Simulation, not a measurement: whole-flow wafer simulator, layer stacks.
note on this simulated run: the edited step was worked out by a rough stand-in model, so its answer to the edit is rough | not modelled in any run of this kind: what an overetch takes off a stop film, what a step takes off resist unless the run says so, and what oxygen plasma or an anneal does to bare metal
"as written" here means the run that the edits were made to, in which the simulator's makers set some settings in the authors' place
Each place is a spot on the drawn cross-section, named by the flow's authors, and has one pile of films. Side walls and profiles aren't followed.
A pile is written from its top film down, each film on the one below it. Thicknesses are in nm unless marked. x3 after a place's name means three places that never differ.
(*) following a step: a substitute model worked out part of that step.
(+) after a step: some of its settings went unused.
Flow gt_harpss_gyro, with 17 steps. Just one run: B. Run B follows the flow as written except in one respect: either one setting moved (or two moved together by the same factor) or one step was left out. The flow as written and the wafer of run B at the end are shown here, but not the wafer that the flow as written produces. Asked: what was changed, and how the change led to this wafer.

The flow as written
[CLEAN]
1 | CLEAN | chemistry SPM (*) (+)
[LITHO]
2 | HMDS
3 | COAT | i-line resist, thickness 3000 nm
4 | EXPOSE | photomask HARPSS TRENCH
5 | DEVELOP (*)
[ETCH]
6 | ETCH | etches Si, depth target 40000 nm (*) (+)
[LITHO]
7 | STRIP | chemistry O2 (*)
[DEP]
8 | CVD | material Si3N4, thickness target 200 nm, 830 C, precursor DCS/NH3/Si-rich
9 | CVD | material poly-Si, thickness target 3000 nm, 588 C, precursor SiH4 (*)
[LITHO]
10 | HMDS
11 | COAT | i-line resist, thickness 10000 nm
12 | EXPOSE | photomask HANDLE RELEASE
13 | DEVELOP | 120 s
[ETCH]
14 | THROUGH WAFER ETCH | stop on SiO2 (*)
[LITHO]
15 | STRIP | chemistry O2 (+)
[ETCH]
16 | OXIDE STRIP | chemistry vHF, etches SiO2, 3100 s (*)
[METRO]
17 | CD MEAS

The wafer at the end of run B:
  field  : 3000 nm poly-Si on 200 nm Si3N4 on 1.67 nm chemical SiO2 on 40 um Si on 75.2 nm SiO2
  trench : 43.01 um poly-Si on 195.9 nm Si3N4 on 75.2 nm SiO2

Cause: step 16, OXIDE STRIP: 2480 s was run, though the flow has 3100 s.

Step by step, how the change led to this:
  16 | OXIDE STRIP | chemistry vHF, etches SiO2, 3100 s (*)
      field: under 4 films: -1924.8 SiO2 (it would be, as written: under 4 films: -2000 SiO2 (all of it))
      trench: under 2 films: -1924.8 SiO2 (it would be, as written: under 2 films: -2000 SiO2 (all of it))
